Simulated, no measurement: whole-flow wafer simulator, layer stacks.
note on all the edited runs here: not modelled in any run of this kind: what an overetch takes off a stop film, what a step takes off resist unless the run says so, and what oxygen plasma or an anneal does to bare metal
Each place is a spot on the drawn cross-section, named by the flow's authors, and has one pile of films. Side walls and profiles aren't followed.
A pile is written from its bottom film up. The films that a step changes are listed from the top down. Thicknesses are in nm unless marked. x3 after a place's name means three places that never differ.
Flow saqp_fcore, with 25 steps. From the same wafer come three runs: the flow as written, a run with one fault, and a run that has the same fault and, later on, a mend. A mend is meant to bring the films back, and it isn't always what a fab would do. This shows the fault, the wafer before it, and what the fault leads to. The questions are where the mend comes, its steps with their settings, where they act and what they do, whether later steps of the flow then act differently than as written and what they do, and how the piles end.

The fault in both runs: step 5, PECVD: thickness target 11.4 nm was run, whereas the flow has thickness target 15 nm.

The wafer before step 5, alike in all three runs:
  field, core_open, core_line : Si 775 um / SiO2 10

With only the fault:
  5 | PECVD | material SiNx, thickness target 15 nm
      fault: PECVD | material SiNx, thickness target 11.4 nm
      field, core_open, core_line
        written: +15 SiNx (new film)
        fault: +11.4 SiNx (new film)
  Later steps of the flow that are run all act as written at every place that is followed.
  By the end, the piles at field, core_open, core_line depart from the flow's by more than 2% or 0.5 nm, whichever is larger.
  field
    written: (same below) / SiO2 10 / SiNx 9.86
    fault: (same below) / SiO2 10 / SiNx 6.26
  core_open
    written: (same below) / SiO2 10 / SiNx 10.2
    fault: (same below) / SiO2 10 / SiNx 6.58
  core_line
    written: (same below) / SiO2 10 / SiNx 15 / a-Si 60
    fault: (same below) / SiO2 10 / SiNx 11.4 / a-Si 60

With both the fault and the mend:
  After step 5 comes the mend.
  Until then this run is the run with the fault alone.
  5a | PECVD | material SiNx, thickness target 3.6 nm (the flow's step 5 again, with other settings)
      field, core_open, core_line
        +3.6 SiNx
  Later steps of the flow that are run all act as written at every place that is followed.
  The piles end the same as the flow's at every place that both follow.
